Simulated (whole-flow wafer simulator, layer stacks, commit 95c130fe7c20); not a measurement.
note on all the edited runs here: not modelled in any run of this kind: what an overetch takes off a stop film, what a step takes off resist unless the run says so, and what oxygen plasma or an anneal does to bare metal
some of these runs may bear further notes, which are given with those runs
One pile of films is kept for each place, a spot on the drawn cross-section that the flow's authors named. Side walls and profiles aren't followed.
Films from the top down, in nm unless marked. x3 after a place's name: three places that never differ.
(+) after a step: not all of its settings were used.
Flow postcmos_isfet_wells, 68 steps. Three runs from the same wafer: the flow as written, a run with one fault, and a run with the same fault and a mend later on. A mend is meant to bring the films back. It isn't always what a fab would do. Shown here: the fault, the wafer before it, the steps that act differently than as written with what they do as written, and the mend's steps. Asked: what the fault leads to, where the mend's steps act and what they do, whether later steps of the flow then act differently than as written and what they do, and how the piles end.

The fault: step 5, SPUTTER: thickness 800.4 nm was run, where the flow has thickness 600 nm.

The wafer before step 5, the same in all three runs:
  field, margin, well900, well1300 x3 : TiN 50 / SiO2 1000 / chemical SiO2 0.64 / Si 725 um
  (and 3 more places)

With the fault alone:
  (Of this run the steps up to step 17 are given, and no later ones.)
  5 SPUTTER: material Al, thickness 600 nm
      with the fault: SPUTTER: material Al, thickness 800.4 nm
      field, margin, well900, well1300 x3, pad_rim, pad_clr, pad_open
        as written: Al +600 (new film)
        with the fault: Al +800.4 (new film)
  Later steps of the flow that act differently than as written:
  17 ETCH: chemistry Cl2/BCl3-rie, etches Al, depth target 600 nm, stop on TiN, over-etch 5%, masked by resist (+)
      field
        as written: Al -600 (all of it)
        with the fault: Al -600
  After step 17 the piles differ from the flow's by more than 2% or 0.5 nm, whichever is larger, at field, margin, well900, well1300 x3, pad_rim, pad_clr, pad_open.
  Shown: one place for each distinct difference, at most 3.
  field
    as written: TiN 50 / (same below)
    with the fault: Al 200.4 / TiN 50 / (same below)
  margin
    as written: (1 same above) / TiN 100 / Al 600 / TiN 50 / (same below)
    with the fault: (1 same above) / TiN 100 / Al 800.4 / TiN 50 / (same below)

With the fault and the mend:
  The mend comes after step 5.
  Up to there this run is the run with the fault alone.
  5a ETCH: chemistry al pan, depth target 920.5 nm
      field, margin, well900, well1300 x3, pad_rim, pad_clr, pad_open
        Al -800.4 (all of it)
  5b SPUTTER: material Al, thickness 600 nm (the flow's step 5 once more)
      field, margin, well900, well1300 x3, pad_rim, pad_clr, pad_open
        Al +600 (new film)
  No later step of the flow acts differently than as written at any place that is followed.
  At the end the piles are the same as the flow's at every place that both follow.
